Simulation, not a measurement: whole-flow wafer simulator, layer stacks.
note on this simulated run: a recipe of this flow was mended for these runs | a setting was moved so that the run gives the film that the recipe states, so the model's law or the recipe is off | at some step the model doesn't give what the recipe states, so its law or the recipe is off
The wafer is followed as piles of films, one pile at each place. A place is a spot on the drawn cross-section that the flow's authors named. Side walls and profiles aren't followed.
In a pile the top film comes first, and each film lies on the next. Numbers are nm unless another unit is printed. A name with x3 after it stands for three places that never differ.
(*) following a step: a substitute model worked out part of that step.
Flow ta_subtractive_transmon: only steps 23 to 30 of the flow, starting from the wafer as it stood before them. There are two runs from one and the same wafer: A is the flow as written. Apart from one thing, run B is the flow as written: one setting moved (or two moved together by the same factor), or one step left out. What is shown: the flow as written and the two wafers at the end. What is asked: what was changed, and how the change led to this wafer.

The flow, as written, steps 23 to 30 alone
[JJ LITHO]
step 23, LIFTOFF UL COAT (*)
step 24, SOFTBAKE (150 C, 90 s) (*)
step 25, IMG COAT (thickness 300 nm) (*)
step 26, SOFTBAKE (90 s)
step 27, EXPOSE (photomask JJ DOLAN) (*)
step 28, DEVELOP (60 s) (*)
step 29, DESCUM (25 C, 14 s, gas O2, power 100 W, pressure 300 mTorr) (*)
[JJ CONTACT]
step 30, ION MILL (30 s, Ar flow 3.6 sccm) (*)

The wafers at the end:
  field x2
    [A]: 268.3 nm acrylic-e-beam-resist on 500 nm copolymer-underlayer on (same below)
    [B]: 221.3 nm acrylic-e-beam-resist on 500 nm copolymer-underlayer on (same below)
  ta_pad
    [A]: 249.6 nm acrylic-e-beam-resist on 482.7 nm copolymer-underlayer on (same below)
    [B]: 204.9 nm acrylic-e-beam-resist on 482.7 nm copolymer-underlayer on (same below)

Cause: step 25, IMG COAT: thickness 253 nm was run, while the flow as written has thickness 300 nm.

How this came from the change, step by step:
  step 25, IMG COAT (thickness 300 nm) (*)
      field x2, jj_line: A +300 acrylic-e-beam-resist (new film) | B +253 acrylic-e-beam-resist (new film)
      lead: A +312.5 acrylic-e-beam-resist (new film) | B +264.2 acrylic-e-beam-resist (new film)
      (as well as at 2 more places)
  step 28, DEVELOP (60 s) (*)
      jj_line: A -300 acrylic-e-beam-resist (all of it), -500 copolymer-underlayer (all of it) | B -253 acrylic-e-beam-resist (all of it), -500 copolymer-underlayer (all of it)
      lead: A -312.5 acrylic-e-beam-resist (all of it), -554.7 copolymer-underlayer (all of it) | B -264.2 acrylic-e-beam-resist (all of it), -554.7 copolymer-underlayer (all of it)
      (as well as at 1 more place)
